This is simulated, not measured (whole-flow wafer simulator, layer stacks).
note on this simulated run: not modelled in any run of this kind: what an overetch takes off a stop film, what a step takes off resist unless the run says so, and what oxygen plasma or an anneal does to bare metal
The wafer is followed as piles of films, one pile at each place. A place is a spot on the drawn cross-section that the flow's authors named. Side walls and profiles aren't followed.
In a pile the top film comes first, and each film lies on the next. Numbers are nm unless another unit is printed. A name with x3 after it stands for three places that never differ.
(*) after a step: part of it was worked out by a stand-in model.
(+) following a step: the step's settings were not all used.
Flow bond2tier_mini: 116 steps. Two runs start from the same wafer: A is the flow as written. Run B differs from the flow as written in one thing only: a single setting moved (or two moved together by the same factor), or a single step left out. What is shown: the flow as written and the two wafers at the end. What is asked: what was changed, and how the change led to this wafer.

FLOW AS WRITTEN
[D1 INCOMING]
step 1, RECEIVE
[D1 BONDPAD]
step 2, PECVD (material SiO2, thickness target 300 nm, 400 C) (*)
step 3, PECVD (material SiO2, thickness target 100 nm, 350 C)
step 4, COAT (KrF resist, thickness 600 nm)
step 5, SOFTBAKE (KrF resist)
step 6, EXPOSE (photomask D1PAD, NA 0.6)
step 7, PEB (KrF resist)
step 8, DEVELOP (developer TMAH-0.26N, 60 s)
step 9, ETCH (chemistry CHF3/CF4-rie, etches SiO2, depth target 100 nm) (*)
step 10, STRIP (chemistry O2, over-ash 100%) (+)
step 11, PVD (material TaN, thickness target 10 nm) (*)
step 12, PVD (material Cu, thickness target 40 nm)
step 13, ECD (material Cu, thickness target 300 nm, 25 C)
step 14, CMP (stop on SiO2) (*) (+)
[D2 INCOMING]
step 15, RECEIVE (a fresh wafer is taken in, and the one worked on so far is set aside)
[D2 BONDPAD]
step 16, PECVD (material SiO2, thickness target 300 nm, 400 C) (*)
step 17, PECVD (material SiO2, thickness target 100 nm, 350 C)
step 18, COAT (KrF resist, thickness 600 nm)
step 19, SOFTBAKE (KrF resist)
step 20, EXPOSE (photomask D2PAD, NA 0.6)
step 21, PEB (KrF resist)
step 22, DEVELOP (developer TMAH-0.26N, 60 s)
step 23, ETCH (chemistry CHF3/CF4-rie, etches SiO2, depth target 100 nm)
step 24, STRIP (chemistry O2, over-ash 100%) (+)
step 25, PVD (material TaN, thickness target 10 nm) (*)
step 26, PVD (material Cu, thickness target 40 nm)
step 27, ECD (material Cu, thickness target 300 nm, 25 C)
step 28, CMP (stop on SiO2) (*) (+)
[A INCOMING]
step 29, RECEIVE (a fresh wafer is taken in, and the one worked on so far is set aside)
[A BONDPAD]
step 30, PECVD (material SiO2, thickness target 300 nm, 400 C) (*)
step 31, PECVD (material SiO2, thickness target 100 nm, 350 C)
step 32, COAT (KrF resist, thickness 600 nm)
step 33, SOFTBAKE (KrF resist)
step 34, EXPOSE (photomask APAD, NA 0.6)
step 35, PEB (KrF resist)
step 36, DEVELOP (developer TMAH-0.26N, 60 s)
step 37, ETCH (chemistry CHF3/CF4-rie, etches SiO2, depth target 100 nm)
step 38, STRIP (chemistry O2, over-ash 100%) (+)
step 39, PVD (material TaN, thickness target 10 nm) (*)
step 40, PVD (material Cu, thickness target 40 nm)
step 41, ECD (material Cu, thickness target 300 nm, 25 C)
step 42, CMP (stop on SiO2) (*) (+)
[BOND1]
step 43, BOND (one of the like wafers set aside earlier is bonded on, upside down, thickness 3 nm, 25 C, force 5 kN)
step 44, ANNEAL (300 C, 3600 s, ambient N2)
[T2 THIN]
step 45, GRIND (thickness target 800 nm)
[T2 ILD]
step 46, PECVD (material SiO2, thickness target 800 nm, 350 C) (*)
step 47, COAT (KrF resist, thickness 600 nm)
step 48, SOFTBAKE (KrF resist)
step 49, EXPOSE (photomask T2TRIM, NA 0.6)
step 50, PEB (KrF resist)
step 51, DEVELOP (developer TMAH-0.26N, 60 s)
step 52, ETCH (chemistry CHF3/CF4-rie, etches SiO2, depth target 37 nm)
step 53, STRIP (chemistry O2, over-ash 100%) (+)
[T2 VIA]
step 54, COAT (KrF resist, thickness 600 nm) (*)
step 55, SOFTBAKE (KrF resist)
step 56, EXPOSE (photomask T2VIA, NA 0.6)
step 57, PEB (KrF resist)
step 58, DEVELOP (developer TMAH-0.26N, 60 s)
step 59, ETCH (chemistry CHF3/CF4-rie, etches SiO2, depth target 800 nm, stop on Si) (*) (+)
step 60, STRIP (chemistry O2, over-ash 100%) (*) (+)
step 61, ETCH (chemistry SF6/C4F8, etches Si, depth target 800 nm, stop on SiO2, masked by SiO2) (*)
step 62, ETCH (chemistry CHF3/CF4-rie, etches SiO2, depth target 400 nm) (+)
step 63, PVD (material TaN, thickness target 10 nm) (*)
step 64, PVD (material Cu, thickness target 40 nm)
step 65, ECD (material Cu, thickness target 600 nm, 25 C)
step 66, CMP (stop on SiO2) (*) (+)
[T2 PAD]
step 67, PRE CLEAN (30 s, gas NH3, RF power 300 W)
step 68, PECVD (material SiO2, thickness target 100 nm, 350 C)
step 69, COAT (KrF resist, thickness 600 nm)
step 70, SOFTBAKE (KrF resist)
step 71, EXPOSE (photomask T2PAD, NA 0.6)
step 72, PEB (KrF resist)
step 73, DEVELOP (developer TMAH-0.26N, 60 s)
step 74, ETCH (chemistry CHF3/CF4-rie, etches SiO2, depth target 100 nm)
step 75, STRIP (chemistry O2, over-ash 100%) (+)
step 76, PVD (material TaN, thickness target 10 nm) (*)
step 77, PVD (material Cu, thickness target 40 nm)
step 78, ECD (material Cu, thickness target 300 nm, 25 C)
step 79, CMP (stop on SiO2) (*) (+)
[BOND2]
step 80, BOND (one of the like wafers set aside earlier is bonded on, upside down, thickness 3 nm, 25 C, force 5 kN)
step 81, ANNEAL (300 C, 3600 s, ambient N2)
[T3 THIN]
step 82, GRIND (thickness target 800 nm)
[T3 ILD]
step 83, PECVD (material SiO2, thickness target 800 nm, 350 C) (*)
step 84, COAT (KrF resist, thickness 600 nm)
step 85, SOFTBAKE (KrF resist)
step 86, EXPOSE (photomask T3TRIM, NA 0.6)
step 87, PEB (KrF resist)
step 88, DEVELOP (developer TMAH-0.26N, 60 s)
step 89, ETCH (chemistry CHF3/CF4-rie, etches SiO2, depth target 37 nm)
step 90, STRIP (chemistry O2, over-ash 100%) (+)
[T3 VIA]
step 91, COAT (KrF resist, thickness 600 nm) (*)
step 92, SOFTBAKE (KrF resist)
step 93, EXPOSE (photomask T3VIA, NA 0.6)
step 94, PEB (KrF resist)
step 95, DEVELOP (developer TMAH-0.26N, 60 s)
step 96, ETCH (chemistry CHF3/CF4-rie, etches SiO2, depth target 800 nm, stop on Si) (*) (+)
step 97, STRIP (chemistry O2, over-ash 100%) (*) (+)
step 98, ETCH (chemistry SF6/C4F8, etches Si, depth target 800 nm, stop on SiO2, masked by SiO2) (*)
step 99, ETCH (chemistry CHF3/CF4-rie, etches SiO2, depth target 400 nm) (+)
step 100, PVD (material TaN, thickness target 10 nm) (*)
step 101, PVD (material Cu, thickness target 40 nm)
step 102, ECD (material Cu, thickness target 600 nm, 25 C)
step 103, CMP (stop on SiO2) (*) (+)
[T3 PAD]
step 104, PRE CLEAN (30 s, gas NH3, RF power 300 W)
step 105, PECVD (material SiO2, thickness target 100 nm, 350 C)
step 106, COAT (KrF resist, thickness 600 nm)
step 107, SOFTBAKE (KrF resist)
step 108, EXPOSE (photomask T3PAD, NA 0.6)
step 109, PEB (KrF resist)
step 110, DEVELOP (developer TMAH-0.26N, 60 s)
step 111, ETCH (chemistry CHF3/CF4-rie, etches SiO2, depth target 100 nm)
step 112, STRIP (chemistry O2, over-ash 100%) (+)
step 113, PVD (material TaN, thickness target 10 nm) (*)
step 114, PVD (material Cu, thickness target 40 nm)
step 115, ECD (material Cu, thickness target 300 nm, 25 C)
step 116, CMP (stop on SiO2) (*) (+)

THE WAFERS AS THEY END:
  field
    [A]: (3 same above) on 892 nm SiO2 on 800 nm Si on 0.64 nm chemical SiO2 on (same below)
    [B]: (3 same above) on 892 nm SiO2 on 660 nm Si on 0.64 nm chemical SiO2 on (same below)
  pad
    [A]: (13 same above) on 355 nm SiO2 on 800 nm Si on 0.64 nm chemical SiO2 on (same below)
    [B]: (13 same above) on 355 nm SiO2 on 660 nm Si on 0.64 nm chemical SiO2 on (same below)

The reason: step 45, GRIND: thickness target 660 nm was run, though the flow has thickness target 800 nm.
The wafer itself shows it: field has Si 660, and step 45 as written asks for 800 nm.

Step by step, how the change led to this:
  step 45, GRIND (thickness target 800 nm)
      field, pad, via: A Si loses 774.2 um | B Si loses 774.34 um
